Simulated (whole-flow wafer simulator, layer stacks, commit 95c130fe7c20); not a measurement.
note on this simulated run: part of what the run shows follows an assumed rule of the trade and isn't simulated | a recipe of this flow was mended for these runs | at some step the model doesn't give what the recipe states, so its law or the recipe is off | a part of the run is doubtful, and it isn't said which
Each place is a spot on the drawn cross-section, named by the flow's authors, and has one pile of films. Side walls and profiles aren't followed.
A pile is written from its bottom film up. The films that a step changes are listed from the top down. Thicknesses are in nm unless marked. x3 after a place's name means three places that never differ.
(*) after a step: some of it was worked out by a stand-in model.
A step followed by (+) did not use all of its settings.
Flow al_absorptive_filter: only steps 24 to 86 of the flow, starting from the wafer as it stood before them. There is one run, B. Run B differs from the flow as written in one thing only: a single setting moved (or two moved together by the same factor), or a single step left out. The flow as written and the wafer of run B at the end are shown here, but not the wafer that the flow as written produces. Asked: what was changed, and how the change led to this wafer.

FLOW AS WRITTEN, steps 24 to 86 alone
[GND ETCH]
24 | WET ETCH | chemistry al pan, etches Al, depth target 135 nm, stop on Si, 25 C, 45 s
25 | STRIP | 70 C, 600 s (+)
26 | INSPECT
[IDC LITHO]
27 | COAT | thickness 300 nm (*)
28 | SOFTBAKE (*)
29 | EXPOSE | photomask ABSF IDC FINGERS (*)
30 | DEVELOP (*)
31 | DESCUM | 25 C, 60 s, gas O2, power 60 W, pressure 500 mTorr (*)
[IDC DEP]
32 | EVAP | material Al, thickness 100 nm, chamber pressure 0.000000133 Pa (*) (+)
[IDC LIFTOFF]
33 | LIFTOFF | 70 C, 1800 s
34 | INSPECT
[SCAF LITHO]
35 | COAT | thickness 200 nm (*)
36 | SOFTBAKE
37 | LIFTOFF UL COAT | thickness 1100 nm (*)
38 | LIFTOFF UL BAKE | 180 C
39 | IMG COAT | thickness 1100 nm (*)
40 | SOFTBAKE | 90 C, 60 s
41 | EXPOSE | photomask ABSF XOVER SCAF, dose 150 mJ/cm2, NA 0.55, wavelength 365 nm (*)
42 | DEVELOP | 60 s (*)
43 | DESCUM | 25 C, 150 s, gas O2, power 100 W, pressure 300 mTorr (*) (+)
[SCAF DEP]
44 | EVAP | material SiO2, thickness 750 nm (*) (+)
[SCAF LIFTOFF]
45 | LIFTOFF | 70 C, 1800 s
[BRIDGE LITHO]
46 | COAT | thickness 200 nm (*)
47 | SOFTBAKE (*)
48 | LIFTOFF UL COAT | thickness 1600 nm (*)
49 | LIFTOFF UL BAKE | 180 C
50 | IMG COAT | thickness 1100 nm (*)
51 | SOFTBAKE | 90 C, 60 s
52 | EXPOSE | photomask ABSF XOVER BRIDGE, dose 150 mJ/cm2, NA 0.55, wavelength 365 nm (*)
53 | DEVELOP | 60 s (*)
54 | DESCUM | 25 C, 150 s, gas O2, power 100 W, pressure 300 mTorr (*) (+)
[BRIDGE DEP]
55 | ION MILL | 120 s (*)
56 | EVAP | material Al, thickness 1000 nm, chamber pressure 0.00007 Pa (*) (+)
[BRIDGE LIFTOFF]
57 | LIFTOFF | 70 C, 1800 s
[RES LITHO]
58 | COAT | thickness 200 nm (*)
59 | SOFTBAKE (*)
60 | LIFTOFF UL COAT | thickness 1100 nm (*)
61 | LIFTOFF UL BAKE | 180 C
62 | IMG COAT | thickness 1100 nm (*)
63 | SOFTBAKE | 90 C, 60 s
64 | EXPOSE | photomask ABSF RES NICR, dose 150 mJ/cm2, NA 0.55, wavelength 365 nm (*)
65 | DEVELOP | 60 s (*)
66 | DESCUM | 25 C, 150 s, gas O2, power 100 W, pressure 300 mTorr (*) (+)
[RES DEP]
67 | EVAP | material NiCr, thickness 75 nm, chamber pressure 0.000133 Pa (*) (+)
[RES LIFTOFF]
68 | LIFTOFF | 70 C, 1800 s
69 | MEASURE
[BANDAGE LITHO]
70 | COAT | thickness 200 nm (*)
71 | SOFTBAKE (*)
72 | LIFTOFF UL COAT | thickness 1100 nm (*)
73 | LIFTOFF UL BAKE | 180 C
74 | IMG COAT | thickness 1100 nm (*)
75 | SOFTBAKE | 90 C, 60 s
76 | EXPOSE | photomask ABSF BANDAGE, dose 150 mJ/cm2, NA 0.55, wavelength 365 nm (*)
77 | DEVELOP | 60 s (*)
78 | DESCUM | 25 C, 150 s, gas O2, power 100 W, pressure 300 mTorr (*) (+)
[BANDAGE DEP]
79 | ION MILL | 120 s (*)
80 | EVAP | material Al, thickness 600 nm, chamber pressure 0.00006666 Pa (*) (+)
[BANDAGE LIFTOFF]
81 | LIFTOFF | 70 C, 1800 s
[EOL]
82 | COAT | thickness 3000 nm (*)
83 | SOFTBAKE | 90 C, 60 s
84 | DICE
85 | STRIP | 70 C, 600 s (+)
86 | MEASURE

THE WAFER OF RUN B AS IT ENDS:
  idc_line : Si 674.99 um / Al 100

What caused this: step 25, STRIP: 70 C, 600 s (+), was not run.

How this came from the change, step by step:
  27 | COAT | thickness 300 nm (*)
      pad_far: e-beam-resist gains 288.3 (new film) (as written it would have been: e-beam-resist gains 296 (new film))
      pad_near: e-beam-resist gains 253.8 (new film) (as written it would have been: e-beam-resist gains 288.3 (new film))
      (and at 4 other places as well)
  31 | DESCUM | 25 C, 60 s, gas O2, power 60 W, pressure 500 mTorr (*)
      idc_line: nothing (as written it would have been: chemical SiO2 gains 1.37 (new film), Si loses 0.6)
  33 | LIFTOFF | 70 C, 1800 s
      xa_field, xa_margin, xa_strip, xl_land: Al loses 100 (all of it), e-beam-resist loses 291 (all of it), i-line-resist loses 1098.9 (all of it) (as written it would have been: Al loses 100 (all of it), e-beam-resist loses 291 (all of it))
      gnd: Al loses 100 (all of it), e-beam-resist loses 291 (all of it), i-line-resist loses 1100.5 (all of it) (as written it would have been: Al loses 100 (all of it), e-beam-resist loses 291 (all of it))
      (and at 6 other places as well)
